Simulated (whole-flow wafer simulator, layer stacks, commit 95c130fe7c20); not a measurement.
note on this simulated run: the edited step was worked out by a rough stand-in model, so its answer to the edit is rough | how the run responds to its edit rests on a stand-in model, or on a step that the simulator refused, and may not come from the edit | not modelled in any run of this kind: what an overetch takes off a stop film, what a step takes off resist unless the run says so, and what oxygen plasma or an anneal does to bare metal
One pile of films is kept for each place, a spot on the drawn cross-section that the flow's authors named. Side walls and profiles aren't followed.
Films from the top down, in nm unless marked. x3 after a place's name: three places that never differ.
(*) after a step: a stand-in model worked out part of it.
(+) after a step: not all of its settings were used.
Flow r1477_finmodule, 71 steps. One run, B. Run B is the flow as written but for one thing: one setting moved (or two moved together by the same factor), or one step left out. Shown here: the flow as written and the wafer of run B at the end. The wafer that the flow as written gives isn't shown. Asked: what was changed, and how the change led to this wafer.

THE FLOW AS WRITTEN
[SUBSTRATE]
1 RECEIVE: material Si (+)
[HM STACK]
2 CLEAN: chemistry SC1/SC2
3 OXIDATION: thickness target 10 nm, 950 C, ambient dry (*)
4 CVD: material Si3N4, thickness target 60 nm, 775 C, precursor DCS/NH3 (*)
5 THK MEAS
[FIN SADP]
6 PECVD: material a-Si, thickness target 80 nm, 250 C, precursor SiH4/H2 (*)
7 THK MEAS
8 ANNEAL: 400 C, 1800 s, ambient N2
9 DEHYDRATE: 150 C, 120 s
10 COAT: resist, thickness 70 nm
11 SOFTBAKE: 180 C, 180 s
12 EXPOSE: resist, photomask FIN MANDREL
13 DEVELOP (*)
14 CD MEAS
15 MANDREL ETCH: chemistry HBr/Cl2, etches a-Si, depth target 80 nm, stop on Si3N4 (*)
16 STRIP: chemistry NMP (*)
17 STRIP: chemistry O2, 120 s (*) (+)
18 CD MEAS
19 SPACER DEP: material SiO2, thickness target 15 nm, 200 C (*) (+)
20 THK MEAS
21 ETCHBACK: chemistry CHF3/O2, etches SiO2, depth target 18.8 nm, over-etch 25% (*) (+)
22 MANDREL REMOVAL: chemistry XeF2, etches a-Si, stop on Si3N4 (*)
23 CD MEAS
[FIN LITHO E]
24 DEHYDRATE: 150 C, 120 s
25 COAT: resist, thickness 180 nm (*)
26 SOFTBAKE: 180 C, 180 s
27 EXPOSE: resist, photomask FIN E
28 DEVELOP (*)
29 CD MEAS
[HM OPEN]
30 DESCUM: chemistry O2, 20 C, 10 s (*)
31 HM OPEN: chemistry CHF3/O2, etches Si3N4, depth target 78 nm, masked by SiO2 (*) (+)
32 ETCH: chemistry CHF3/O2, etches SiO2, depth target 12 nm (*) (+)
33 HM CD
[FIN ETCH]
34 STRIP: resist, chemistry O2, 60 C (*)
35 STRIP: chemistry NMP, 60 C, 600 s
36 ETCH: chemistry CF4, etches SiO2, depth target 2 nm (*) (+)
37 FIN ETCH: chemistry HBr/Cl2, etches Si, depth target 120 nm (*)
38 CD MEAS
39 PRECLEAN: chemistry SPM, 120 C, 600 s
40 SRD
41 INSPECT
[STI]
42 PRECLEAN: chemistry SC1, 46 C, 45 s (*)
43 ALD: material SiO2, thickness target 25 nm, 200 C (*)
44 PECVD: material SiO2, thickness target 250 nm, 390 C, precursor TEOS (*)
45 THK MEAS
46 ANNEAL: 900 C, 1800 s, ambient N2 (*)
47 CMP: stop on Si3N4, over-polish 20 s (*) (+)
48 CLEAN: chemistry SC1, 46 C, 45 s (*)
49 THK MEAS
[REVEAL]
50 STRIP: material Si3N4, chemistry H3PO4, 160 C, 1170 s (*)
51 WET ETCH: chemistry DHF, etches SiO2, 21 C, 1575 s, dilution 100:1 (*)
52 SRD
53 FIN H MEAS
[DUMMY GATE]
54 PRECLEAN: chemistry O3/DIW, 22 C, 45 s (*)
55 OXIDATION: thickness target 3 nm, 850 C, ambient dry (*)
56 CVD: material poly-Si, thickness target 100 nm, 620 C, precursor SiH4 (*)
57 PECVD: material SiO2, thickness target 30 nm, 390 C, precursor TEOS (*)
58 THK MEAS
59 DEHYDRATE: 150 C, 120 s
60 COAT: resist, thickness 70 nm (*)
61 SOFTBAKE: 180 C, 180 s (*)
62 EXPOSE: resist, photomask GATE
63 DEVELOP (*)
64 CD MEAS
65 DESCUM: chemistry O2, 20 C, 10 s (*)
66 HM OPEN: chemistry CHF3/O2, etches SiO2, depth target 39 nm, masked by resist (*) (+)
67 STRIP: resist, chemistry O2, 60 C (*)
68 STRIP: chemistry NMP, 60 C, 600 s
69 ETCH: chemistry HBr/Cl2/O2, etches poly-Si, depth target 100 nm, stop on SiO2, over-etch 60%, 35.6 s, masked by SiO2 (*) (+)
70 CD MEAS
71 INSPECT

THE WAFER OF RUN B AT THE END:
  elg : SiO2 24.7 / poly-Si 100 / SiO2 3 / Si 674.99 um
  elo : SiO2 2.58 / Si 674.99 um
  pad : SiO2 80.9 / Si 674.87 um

The cause: step 6, PECVD: thickness target 48.8 nm was run, where the flow has thickness target 80 nm.

How the change led to this, step by step:
  6 PECVD: material a-Si, thickness target 80 nm, 250 C, precursor SiH4/H2 (*)
      pad, padg, elg and 33 more: a-Si +48.8 (new film) (as written it would be: a-Si +80 (new film))
  15 MANDREL ETCH: chemistry HBr/Cl2, etches a-Si, depth target 80 nm, stop on Si3N4 (*)
      pad, padg, elg and 27 more: a-Si -48.8 (all of it) (as written it would be: a-Si -80 (all of it))
      s40cg, s45cg, s50cg, s40co, s45co, s50co: resist -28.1 (as written it would be: resist -30.7)
  16 STRIP: chemistry NMP (*)
      s40cg, s45cg, s50cg, s40co, s45co, s50co: resist -41.9 (all of it) (as written it would be: resist -39.3 (all of it))
  21 ETCHBACK: chemistry CHF3/O2, etches SiO2, depth target 18.8 nm, over-etch 25% (*) (+)
      s40sg_line, s45sg_line, s50sg_line, s40so_line, s45so_line, s50so_line: SiO2 +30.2 (as written it would be: SiO2 +61.4)
  22 MANDREL REMOVAL: chemistry XeF2, etches a-Si, stop on Si3N4 (*)
      s40cg, s45cg, s50cg, s40co, s45co, s50co: a-Si -48 (all of it) (as written it would be: a-Si -79.2 (all of it))
  25 COAT: resist, thickness 180 nm (*)
      s40cg, s40co: resist +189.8 (new film) (as written it would be: resist +197.6 (new film))
      s40sg, s40so: resist +193.4 (new film) (as written it would be: resist +201.2 (new film))
      (and at 14 more places)
  28 DEVELOP (*)
      s40cg, s40co: resist -189.8 (all of it) (as written it would be: resist -197.6 (all of it))
      s40sg, s40so: resist -193.4 (all of it) (as written it would be: resist -201.2 (all of it))
      (and at 14 more places)
  32 ETCH: chemistry CHF3/O2, etches SiO2, depth target 12 nm (*) (+)
      s40sg_line, s45sg_line, s50sg_line, s40so_line, s45so_line, s50so_line: SiO2 -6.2 (all of it) (as written it would be: SiO2 -12)
      pad, padg, e40sg and 11 more: Si -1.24 (as written it would be: Si -2.4)
      (and at 16 more places)
  34 STRIP: resist, chemistry O2, 60 C (*)
      elg, e40lg, e100lg, e200lg, elo, e40lo, e100lo, e200lo: resist -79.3 (all of it) (as written it would be: resist -73.8 (all of it))
  36 ETCH: chemistry CF4, etches SiO2, depth target 2 nm (*) (+)
      elg, e40lg, e100lg, e200lg, elo, e40lo, e100lo, e200lo: nothing (as written it would be: Si3N4 -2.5)
      s40sg_line, s45sg_line, s50sg_line, s40so_line, s45so_line, s50so_line: nothing (as written it would be: SiO2 -2)
  37 FIN ETCH: chemistry HBr/Cl2, etches Si, depth target 120 nm (*)
      s40sg_line, s45sg_line, s50sg_line, s40so_line, s45so_line, s50so_line: Si3N4 -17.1 (as written it would be: SiO2 -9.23)
  43 ALD: material SiO2, thickness target 25 nm, 200 C (*)
      s40sg_line, s45sg_line, s50sg_line, s40so_line, s45so_line, s50so_line: SiO2 +25 (new film) (as written it would be: SiO2 +25)
      s40cg, s45cg, s50cg, s40co, s45co, s50co: SiO2 +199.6 (new film) (as written it would be: SiO2 +232.1 (new film))
  47 CMP: stop on Si3N4, over-polish 20 s (*) (+)
      elg, e40lg, e100lg, e200lg, elo, e40lo, e100lo, e200lo: SiO2 -263.8 (all of it), Si3N4 -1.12 (as written it would be: SiO2 -241.6)
      pad, padg, e40sg and 11 more: SiO2 -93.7 (as written it would be: SiO2 -71.8)
      (and at 14 more places)
  50 STRIP: material Si3N4, chemistry H3PO4, 160 C, 1170 s (*)
      elg, e40lg, e100lg, e200lg, elo, e40lo, e100lo, e200lo: Si3N4 -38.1 (all of it), SiO2 -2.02 (as written it would be: SiO2 -4.28)
      s40sg_line, s45sg_line, s50sg_line, s40so_line, s45so_line, s50so_line: Si3N4 -38.1 (all of it), SiO2 -2.02 (as written it would be: Si3N4 -58.9 (all of it), SiO2 -1.37)
  51 WET ETCH: chemistry DHF, etches SiO2, 21 C, 1575 s, dilution 100:1 (*)
      elg, e40lg, e100lg, e200lg, elo, e40lo, e100lo, e200lo: SiO2 -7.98 (all of it) (as written it would be: SiO2 -17.8 (all of it), Si3N4 -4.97)
      s40sg_line, s45sg_line, s50sg_line, s40so_line, s45so_line, s50so_line: SiO2 -7.98 (all of it) (as written it would be: SiO2 -8.63 (all of it))
  54 PRECLEAN: chemistry O3/DIW, 22 C, 45 s (*)
      elg, e40lg, e100lg, e200lg, elo, e40lo, e100lo, e200lo: chemical SiO2 +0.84 (new film), Si -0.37 (as written it would be: nothing)
  ... 5 more steps ...
  69 ETCH: chemistry HBr/Cl2/O2, etches poly-Si, depth target 100 nm, stop on SiO2, over-etch 60%, 35.6 s, masked by SiO2 (*) (+)
      s40co: chemical SiO2 -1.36 (all of it), poly-Si -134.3 (all of it), SiO2 -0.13 (as written it would be: chemical SiO2 -1.46 (all of it), poly-Si -111.5 (all of it), SiO2 -0.24)
      s45co: chemical SiO2 -1.36 (all of it), poly-Si -134.3 (all of it), SiO2 -0.13 (as written it would be: chemical SiO2 -1.46 (all of it), poly-Si -110.9 (all of it), SiO2 -0.25)
      (and at 1 more place)
